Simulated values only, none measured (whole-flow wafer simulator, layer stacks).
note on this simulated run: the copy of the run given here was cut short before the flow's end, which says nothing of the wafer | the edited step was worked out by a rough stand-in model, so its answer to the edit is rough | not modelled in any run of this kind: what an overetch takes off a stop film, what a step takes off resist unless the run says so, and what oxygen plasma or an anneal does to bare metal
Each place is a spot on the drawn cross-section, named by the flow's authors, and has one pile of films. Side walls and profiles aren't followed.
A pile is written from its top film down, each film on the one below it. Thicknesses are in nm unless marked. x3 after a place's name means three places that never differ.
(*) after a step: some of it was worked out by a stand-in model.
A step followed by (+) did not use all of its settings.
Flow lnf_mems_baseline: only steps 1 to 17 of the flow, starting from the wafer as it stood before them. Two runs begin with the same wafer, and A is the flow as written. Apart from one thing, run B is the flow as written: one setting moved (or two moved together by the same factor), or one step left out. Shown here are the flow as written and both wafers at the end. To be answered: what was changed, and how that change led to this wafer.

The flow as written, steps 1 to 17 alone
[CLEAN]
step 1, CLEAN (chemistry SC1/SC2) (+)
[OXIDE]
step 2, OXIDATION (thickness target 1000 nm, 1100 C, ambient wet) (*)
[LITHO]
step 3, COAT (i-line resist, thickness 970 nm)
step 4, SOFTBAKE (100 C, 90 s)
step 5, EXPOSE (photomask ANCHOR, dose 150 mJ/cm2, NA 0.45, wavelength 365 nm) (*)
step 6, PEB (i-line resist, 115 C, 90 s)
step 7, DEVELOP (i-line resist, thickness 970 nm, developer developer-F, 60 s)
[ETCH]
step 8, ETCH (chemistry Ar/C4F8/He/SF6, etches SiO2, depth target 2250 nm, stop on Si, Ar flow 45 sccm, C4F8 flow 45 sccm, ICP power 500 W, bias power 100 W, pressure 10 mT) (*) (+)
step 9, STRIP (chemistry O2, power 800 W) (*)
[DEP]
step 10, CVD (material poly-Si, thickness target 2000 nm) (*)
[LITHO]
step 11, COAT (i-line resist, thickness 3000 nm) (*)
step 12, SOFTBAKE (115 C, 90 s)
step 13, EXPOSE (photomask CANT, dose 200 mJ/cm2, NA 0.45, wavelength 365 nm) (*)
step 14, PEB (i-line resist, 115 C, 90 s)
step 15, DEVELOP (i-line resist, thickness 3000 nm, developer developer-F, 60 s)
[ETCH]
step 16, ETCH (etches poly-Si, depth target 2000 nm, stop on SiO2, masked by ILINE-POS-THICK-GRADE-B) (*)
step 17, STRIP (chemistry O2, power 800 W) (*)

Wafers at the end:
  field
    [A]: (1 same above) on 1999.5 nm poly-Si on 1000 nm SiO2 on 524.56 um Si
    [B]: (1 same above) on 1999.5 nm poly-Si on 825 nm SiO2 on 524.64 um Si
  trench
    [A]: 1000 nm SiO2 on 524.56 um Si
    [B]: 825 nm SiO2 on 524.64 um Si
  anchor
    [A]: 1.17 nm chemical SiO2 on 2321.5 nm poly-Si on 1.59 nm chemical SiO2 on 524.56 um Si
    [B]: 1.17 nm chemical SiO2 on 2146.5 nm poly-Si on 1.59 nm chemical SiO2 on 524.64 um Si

The reason: step 2, OXIDATION: thickness target 825 nm was run, while the flow as written has thickness target 1000 nm.
The wafer itself shows it: field has SiO2 825, and step 2 as written asks for 1000 nm.

The path from the change to this, step by step:
  step 2, OXIDATION (thickness target 1000 nm, 1100 C, ambient wet) (*)
      field, anchor, beam, trench, char_slit: A +1000 SiO2 (new film), -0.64 chemical SiO2 (all of it), -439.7 Si | B +825 SiO2 (new film), -0.64 chemical SiO2 (all of it), -362.7 Si
  step 8, ETCH (chemistry Ar/C4F8/He/SF6, etches SiO2, depth target 2250 nm, stop on Si, Ar flow 45 sccm, C4F8 flow 45 sccm, ICP power 500 W, bias power 100 W, pressure 10 mT) (*) (+)
      field, beam, trench, char_slit: A -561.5 i-line resist | B -474 i-line resist
      anchor: A -1000 SiO2 (all of it) | B -825 SiO2 (all of it)
  step 9, STRIP (chemistry O2, power 800 W) (*)
      field, beam, trench, char_slit: A -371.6 i-line resist (all of it) | B -459.1 i-line resist (all of it)
  step 10, CVD (material poly-Si, thickness target 2000 nm) (*)
      anchor: A +2322 poly-Si (new film) | B +2147 poly-Si (new film)
